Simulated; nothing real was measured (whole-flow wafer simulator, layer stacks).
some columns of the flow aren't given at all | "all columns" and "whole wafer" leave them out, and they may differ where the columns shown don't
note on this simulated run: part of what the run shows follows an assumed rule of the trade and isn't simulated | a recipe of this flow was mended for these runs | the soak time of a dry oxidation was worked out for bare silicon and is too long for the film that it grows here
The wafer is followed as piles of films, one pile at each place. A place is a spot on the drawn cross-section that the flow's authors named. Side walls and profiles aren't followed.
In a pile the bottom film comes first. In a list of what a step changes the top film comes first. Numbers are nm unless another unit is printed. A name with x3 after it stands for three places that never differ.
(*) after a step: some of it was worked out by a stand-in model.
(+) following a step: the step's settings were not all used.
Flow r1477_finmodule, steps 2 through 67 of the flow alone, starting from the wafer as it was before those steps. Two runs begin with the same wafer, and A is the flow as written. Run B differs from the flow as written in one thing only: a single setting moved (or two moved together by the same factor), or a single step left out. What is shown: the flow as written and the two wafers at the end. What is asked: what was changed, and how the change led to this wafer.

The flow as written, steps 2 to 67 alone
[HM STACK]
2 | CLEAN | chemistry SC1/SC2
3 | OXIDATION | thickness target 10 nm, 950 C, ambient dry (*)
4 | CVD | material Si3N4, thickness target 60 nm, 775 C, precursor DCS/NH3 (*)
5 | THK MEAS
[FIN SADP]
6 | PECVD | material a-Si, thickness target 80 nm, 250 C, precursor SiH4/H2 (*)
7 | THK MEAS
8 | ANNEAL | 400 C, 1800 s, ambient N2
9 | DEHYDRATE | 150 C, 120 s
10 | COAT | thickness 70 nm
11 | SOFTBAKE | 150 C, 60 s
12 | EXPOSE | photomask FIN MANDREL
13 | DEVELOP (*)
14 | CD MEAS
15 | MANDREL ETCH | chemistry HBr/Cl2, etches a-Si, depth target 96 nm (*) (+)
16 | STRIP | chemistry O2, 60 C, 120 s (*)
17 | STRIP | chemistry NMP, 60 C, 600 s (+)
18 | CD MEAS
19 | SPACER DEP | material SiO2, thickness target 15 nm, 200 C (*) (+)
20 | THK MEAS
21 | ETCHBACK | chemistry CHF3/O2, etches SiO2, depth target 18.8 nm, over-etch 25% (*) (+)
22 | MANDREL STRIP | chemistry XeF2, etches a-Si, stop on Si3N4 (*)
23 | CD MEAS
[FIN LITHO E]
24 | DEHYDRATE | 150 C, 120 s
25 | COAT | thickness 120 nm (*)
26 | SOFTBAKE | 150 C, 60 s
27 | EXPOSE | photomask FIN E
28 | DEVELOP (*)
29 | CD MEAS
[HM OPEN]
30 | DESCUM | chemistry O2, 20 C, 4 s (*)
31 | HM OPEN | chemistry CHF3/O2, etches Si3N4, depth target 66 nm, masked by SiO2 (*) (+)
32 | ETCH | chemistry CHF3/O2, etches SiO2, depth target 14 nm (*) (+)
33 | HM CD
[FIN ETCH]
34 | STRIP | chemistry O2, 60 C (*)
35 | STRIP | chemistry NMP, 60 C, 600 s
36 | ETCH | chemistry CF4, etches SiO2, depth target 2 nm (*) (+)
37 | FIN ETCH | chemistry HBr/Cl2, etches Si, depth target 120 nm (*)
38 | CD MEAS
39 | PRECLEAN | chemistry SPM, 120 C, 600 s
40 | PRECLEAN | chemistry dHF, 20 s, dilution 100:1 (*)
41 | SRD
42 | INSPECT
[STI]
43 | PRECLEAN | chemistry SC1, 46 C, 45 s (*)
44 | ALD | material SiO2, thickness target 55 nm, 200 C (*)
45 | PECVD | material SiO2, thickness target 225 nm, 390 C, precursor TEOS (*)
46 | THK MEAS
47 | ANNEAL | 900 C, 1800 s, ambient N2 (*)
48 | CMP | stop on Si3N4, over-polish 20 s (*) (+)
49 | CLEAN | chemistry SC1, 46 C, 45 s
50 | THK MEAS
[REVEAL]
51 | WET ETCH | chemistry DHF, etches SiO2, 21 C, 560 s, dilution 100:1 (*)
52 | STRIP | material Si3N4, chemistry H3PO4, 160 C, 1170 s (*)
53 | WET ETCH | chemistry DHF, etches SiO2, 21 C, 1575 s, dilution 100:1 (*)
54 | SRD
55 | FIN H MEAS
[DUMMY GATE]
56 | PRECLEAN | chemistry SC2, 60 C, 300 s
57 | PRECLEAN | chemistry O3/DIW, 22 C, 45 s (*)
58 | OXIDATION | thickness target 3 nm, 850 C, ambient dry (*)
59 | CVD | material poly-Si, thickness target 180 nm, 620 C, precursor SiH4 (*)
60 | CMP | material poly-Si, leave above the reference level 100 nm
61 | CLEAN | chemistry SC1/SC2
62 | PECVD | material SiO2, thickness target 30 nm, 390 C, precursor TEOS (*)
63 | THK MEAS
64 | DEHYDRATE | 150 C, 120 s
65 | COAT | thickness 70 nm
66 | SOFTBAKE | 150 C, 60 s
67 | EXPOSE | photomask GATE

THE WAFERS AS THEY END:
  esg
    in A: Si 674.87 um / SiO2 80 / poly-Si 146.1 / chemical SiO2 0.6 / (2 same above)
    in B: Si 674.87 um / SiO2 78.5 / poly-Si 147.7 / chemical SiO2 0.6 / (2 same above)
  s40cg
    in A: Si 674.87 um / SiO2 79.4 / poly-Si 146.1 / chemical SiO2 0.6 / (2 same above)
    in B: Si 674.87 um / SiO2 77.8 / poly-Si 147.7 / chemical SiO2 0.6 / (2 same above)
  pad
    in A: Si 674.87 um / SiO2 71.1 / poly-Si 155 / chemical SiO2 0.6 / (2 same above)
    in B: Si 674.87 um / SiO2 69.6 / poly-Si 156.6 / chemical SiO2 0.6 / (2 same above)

The reason: step 15, MANDREL ETCH: depth target 107.5 nm was run, while the flow as written has depth target 96 nm.

The path from the change to this, step by step:
  15 | MANDREL ETCH | chemistry HBr/Cl2, etches a-Si, depth target 96 nm (*) (+)
      pad, padg, elg and 27 more: A a-Si loses 80 (all of it), Si3N4 loses 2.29 | B a-Si loses 80 (all of it), Si3N4 loses 3.93
      s40cg, s45cg, s50cg, s40co, s45co, s50co: A e-beam-resist loses 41 | B e-beam-resist loses 45.4
  16 | STRIP | chemistry O2, 60 C, 120 s (*)
      s40cg, s45cg, s50cg, s40co, s45co, s50co: A chemical SiO2 gains 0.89 (new film), e-beam-resist loses 29 (all of it), a-Si loses 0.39 | B chemical SiO2 gains 0.94 (new film), e-beam-resist loses 24.6 (all of it), a-Si loses 0.42
  31 | HM OPEN | chemistry CHF3/O2, etches Si3N4, depth target 66 nm, masked by SiO2 (*) (+)
      pad, padg, esg and 13 more: A Si3N4 loses 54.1 (all of it), SiO2 loses 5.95 | B Si3N4 loses 52.5 (all of it), SiO2 loses 6.77
  32 | ETCH | chemistry CHF3/O2, etches SiO2, depth target 14 nm (*) (+)
      pad, padg, esg and 13 more: A SiO2 loses 4.05 (all of it), Si loses 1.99 | B SiO2 loses 3.23 (all of it), Si loses 2.15
  52 | STRIP | material Si3N4, chemistry H3PO4, 160 C, 1170 s (*)
      elg, e40lg, e100lg, e200lg, elo, e40lo, e100lo, e200lo: A Si3N4 loses 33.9 (all of it), SiO2 loses 2.15 | B Si3N4 loses 32.2 (all of it), SiO2 loses 2.2
      s40sg_line, s45sg_line, s50sg_line, s40so_line, s45so_line, s50so_line: A Si3N4 loses 55.1 (all of it), SiO2 loses 1.49 | B Si3N4 loses 53.4 (all of it), SiO2 loses 1.54
  60 | CMP | material poly-Si, leave above the reference level 100 nm
      pad, padg: A poly-Si loses 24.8 | B poly-Si loses 23.1
